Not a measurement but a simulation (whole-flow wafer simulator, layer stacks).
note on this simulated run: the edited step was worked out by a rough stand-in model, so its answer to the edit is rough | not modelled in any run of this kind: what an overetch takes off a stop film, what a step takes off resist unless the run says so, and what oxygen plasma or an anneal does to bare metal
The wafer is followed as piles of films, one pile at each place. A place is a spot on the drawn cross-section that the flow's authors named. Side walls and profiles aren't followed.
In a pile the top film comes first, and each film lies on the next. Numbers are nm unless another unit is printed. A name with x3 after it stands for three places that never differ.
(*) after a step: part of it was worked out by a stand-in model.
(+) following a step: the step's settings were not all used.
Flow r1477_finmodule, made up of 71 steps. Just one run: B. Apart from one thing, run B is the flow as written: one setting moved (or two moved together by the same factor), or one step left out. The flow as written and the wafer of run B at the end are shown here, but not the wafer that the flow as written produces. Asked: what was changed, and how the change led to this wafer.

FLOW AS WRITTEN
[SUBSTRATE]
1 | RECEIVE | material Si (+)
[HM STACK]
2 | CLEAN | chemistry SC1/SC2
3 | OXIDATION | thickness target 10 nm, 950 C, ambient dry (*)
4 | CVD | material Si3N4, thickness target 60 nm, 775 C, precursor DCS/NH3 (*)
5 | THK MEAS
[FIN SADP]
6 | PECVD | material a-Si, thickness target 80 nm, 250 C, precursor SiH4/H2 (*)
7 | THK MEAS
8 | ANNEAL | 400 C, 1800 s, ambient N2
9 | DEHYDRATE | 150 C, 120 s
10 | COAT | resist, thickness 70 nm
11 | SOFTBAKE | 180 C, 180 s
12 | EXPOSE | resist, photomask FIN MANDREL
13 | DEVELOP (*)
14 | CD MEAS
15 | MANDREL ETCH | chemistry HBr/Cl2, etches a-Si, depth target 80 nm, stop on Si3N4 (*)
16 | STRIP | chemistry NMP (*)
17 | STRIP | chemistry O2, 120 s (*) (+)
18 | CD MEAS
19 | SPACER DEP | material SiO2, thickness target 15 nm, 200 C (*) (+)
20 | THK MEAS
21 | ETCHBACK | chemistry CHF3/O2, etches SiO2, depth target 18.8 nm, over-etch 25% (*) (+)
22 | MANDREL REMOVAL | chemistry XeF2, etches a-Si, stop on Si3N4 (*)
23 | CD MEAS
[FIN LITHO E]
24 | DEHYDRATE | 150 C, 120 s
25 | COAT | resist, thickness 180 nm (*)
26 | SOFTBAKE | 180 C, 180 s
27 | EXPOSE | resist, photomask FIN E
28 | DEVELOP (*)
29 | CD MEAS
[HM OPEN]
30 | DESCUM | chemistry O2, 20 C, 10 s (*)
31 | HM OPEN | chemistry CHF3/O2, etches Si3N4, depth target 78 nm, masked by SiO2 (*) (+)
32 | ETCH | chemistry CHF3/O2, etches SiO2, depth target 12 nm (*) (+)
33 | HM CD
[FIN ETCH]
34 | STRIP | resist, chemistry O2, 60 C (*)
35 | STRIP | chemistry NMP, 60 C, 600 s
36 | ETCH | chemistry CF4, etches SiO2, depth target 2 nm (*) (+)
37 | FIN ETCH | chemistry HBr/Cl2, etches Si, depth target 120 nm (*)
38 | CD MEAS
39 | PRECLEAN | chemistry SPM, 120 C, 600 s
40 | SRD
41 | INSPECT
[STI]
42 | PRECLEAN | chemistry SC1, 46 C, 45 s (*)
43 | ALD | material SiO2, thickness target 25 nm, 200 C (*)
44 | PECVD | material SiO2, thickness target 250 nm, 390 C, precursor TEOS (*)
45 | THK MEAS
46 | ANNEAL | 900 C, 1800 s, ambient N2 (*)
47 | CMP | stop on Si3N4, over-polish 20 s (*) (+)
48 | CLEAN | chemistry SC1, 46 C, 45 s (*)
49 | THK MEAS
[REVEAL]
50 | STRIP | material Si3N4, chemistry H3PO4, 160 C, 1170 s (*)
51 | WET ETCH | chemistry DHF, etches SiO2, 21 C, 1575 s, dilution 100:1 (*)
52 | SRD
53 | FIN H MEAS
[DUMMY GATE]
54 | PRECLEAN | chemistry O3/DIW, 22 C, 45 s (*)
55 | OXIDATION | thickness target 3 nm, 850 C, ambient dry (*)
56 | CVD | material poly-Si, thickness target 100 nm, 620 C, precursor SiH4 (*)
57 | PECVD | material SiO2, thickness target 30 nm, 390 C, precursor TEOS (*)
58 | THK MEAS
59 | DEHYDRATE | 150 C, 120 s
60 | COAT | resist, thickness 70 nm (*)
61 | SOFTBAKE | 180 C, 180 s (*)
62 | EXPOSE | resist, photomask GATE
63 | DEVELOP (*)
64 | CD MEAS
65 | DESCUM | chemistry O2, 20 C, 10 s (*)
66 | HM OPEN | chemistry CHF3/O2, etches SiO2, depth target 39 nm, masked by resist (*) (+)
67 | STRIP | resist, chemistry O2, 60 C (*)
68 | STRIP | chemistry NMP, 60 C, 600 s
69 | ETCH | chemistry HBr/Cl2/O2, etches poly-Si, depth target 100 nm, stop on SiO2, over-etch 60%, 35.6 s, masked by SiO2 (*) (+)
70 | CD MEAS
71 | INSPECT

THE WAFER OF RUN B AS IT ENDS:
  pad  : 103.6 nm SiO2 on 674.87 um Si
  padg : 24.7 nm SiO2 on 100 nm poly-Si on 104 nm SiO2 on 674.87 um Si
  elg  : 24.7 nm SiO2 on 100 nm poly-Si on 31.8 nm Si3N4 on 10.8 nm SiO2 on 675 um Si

What caused this: step 3, OXIDATION: thickness target 10.8 nm was run, while the flow as written has thickness target 10 nm.
One can read it off the wafer: elg has SiO2 10.8, and step 3 as written asks for 10 nm.

Step by step, how the change led to this:
  3 | OXIDATION | thickness target 10 nm, 950 C, ambient dry (*)
      pad, padg, elg and 33 more: SiO2 gains 10.8 (new film), chemical SiO2 loses 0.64 (all of it), Si loses 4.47 (in the flow as written it would be: SiO2 gains 10 (new film), chemical SiO2 loses 0.64 (all of it), Si loses 4.12)
  31 | HM OPEN | chemistry CHF3/O2, etches Si3N4, depth target 78 nm, masked by SiO2 (*) (+)
      pad, padg, esg and 13 more: Si3N4 loses 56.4 (all of it), SiO2 loses 10.8 (all of it) (in the flow as written it would be: Si3N4 loses 56.4 (all of it), SiO2 loses 10 (all of it))
  32 | ETCH | chemistry CHF3/O2, etches SiO2, depth target 12 nm (*) (+)
      s40cg, s45cg, s50cg, s40co, s45co, s50co: SiO2 loses 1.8 (all of it), Si loses 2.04 (in the flow as written it would be: SiO2 loses 1 (all of it), Si loses 2.2)
  51 | WET ETCH | chemistry DHF, etches SiO2, 21 C, 1575 s, dilution 100:1 (*)
      s40sg_line, s45sg_line, s50sg_line, s40so_line, s45so_line, s50so_line: SiO2 loses 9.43 (all of it) (in the flow as written it would be: SiO2 loses 8.63 (all of it))
  67 | STRIP | resist, chemistry O2, 60 C (*)
      s45sg: resist loses 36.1 (all of it) (in the flow as written it would be: resist loses 36.9 (all of it))
      s50sg: resist loses 36 (all of it) (in the flow as written it would be: resist loses 36.8 (all of it))
